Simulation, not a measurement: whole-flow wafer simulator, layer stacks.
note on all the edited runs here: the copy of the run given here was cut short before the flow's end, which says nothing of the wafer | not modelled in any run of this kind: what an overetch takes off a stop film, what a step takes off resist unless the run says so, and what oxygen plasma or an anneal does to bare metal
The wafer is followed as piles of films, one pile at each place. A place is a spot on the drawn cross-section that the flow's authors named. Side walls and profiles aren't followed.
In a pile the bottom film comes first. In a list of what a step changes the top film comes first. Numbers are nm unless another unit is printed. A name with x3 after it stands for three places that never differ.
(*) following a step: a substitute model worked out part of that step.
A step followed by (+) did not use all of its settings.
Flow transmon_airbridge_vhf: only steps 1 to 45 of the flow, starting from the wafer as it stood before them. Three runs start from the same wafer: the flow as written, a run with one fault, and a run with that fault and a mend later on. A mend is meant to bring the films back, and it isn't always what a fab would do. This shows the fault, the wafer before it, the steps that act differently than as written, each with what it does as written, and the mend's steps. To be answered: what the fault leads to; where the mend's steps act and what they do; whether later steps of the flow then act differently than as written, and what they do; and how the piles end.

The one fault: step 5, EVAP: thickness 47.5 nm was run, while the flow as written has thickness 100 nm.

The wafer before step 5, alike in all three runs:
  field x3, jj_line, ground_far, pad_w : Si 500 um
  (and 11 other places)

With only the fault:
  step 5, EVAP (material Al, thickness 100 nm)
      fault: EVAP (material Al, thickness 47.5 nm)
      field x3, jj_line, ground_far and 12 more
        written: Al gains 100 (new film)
        fault: Al gains 47.5 (new film)
  Steps later in the flow that act otherwise than as written (11 other steps are not shown; they differ only slightly, by no more than 2% or 0.5 nm, whichever is larger):
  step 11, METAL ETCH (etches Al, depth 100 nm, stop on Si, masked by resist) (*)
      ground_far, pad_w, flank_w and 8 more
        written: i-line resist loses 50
        fault: i-line resist loses 35.6
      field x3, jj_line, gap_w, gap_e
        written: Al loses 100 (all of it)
        fault: Al loses 47.5 (all of it)
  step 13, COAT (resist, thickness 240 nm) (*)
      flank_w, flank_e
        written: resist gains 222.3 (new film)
        fault: resist gains 230.7 (new film)
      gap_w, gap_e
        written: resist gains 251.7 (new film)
        fault: resist gains 246 (new film)
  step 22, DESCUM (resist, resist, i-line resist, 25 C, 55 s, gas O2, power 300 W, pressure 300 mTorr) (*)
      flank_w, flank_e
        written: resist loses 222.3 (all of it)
        fault: resist loses 230.7 (all of it)
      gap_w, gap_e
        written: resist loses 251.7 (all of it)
        fault: resist loses 246 (all of it)
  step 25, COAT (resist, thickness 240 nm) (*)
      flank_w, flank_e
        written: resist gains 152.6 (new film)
        fault: resist gains 159 (new film)
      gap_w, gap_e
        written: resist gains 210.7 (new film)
        fault: resist gains 205 (new film)
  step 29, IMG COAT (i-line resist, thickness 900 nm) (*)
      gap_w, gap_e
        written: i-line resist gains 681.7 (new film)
        fault: i-line resist gains 667.9 (new film)
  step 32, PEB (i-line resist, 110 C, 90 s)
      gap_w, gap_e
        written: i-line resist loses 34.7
        fault: i-line resist loses 34
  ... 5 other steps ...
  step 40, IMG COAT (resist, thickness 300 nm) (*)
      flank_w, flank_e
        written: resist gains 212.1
        fault: resist gains 219.6
  By the end, the piles at ground_far, pad_w, flank_w and 10 more depart from the flow's by more than 2% or 0.5 nm, whichever is larger.
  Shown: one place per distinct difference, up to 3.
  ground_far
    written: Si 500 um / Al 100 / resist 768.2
    fault: Si 500 um / Al 47.5 / resist 768.2
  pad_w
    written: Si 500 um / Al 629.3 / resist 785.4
    fault: Si 499.99 um / Al 591.3 / resist 785.8
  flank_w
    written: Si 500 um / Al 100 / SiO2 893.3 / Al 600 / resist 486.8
    fault: Si 500 um / Al 47.5 / SiO2 893 / Al 600 / resist 496.9

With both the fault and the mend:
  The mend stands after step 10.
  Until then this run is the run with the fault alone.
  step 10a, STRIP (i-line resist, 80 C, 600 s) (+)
      ground_far, pad_w, flank_w and 8 more
        i-line resist loses 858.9 (all of it)
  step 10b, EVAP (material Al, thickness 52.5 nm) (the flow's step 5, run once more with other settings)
      field x3, jj_line, ground_far and 12 more
        Al gains 52.5
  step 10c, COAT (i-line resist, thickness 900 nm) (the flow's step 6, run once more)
      field x3, jj_line, ground_far and 12 more
        i-line resist gains 900 (new film)
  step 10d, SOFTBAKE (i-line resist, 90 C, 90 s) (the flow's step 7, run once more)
      alters no film at any place that is followed
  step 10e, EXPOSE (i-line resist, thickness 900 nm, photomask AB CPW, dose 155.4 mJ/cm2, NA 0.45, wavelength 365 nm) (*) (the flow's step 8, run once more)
      alters no film at any place that is followed
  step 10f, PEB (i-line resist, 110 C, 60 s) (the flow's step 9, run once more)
      field x3, jj_line, ground_far and 12 more
        i-line resist loses 41
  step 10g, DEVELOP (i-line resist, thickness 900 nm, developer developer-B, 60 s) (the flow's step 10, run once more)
      ground_far, pad_w, flank_w and 8 more
        i-line resist loses 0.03
      field x3, jj_line, gap_w, gap_e
        i-line resist loses 859 (all of it)
  Later steps of the flow that are run all act as written at every place that is followed.
  At every place that both follow, the piles at the end match the flow's.
